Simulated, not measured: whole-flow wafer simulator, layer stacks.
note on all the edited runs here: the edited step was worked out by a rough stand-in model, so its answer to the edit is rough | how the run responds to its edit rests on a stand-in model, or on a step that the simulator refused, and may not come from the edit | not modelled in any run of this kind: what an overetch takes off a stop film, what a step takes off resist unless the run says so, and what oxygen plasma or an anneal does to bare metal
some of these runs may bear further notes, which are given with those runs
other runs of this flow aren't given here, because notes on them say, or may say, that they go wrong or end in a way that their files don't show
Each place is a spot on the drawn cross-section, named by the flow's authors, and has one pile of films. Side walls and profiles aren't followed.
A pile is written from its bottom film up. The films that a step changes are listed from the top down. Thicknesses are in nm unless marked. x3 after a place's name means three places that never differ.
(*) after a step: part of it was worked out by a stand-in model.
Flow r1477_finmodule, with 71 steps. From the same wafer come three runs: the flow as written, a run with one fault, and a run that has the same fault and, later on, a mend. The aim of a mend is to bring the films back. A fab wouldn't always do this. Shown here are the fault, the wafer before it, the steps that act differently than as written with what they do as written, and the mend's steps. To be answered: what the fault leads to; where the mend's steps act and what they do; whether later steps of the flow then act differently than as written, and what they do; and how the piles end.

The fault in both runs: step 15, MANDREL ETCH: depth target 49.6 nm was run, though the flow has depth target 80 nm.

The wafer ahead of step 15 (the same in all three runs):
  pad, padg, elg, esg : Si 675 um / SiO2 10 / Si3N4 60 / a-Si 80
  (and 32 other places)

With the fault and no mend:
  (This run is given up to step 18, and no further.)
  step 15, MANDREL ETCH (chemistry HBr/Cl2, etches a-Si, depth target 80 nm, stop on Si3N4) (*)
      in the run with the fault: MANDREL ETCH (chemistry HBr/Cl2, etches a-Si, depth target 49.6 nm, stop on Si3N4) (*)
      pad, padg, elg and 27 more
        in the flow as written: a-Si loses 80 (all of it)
        in the run with the fault: a-Si loses 49.6
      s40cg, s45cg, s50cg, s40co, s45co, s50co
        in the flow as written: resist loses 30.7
        in the run with the fault: resist loses 19
  Steps further on in the flow that do not act as written:
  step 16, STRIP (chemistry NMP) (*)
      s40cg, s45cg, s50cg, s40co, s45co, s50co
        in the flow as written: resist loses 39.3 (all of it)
        in the run with the fault: resist loses 51 (all of it)
  The piles after step 18 differ from the flow's at pad, padg, elg and 27 more by more than 2% or 0.5 nm, whichever is larger.
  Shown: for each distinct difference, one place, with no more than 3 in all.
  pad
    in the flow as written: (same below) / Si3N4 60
    in the run with the fault: (same below) / Si3N4 60 / a-Si 30.4

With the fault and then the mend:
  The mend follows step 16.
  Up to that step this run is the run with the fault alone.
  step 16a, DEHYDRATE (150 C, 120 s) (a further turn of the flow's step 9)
      alters no film at any place that is followed
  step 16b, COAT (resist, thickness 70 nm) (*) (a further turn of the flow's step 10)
      pad, padg, elg and 15 more
        resist gains 70 (new film)
      s40cg, s40co
        resist gains 37.3 (new film)
      s40sg, s40so
        resist gains 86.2 (new film)
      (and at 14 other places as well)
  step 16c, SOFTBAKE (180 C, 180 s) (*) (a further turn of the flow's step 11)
      alters no film at any place that is followed
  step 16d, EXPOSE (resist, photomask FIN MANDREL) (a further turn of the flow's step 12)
      alters no film at any place that is followed
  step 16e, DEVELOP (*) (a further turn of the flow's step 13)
      pad, padg, elg and 15 more
        resist loses 70 (all of it)
      s40sg, s40so
        resist loses 86.2 (all of it)
      s40sg_line, s40so_line
        resist loses 86.6 (all of it)
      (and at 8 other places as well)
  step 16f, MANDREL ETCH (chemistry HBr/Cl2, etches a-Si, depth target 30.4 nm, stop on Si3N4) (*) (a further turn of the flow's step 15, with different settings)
      pad, padg, elg and 27 more
        a-Si loses 30.4 (all of it)
      s40cg, s45cg, s50cg, s40co, s45co, s50co
        resist loses 11.7
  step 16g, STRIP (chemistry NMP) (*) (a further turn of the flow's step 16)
      s40cg, s40co
        resist loses 25.7 (all of it)
      s45cg, s45co
        resist loses 27.7 (all of it)
      s50cg, s50co
        resist loses 29.8 (all of it)
  Later steps of the flow that are run all act as written at every place that is followed.
  At every place that both follow, the piles at the end match the flow's.
